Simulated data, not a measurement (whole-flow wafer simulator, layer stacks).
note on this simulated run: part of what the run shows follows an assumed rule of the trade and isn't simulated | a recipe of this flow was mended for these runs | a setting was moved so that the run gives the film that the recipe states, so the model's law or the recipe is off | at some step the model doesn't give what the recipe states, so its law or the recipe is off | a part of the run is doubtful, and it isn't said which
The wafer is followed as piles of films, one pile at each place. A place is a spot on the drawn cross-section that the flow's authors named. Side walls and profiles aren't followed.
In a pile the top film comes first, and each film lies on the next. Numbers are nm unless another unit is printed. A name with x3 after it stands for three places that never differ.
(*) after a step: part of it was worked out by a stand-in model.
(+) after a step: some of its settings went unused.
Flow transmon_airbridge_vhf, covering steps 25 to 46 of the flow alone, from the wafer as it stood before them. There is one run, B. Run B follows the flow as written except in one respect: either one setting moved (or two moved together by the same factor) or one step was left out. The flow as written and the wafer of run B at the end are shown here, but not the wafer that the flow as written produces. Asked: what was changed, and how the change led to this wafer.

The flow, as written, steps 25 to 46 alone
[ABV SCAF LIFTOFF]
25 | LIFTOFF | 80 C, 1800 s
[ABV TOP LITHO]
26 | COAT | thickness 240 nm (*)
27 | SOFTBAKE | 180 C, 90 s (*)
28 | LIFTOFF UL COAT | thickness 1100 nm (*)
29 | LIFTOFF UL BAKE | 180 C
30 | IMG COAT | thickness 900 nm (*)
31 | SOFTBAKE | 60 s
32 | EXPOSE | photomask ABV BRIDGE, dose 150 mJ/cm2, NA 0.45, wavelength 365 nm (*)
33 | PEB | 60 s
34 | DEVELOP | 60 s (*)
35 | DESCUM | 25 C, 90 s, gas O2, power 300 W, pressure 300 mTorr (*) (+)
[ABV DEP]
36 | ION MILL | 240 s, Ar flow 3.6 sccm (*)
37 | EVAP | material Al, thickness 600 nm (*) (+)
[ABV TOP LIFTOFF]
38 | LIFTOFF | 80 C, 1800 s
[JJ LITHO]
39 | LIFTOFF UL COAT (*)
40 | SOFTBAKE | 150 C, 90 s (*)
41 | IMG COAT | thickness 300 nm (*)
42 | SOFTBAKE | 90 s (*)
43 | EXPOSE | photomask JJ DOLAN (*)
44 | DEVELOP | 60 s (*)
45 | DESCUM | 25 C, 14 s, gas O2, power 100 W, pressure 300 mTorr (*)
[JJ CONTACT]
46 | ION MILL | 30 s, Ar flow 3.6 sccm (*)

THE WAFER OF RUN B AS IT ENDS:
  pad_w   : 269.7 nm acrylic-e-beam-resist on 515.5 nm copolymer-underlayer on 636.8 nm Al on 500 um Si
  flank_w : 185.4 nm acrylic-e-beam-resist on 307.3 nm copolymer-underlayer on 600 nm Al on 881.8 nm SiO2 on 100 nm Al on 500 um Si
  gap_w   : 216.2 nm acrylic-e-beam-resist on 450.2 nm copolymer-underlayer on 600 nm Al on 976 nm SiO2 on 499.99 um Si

Cause: step 26, COAT: thickness 240 nm (*), was not run.

Step by step, how the change led to this:
  28 | LIFTOFF UL COAT | thickness 1100 nm (*)
      margin_s, margin_n: lift-off-underlayer gains 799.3 (new film) (as written it would have been: lift-off-underlayer gains 823.4 (new film))
      flank_w: lift-off-underlayer gains 783.1 (new film) (as written it would have been: lift-off-underlayer gains 832.3 (new film))
      (also at 1 further place)
  30 | IMG COAT | thickness 900 nm (*)
      margin_s, margin_n: i-line-resist gains 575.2 (new film) (as written it would have been: i-line-resist gains 603.2 (new film))
      flank_w: i-line-resist gains 732.1 (new film) (as written it would have been: i-line-resist gains 755.9 (new film))
      (also at 3 further places)
  33 | PEB | 60 s
      flank_w, flank_e: i-line-resist loses 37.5 (as written it would have been: i-line-resist loses 38.8)
      margin_s, margin_n: i-line-resist loses 29.2 (as written it would have been: i-line-resist loses 30.7)
      (also at 2 further places)
  34 | DEVELOP | 60 s (*)
      pad_w: i-line-resist loses 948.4 (all of it), lift-off-underlayer loses 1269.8 (all of it), Al loses 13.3 (as written it would have been: i-line-resist loses 937.3 (all of it), lift-off-underlayer loses 1246.2 (all of it))
      pad_e: i-line-resist loses 948.4 (all of it), lift-off-underlayer loses 1269.8 (all of it), Al loses 13.3 (as written it would have been: i-line-resist loses 937 (all of it), lift-off-underlayer loses 1245.7 (all of it))
      (also at 4 further places)
  35 | DESCUM | 25 C, 90 s, gas O2, power 300 W, pressure 300 mTorr (*) (+)
      flank_w, flank_e: nothing (as written it would have been: acrylic-e-beam-resist loses 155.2 (all of it))
      gap_w, gap_e: nothing (as written it would have been: acrylic-e-beam-resist loses 211.2 (all of it))
      (also at 13 further places)
  38 | LIFTOFF | 80 C, 1800 s
      field x3, jj_line, trace_open_s x2: Al loses 600 (all of it), i-line-resist loses 613 (all of it), lift-off-underlayer loses 1100 (all of it) (as written it would have been: Al loses 600 (all of it), i-line-resist loses 659.8 (all of it), lift-off-underlayer loses 1100 (all of it), acrylic-e-beam-resist loses 240 (all of it))
      margin_s, margin_n: Al loses 600 (all of it), i-line-resist loses 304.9 (all of it), lift-off-underlayer loses 799.3 (all of it) (as written it would have been: Al loses 600 (all of it), i-line-resist loses 378.2 (all of it), lift-off-underlayer loses 823.4 (all of it), acrylic-e-beam-resist loses 168.6 (all of it))
      (also at 1 further place)
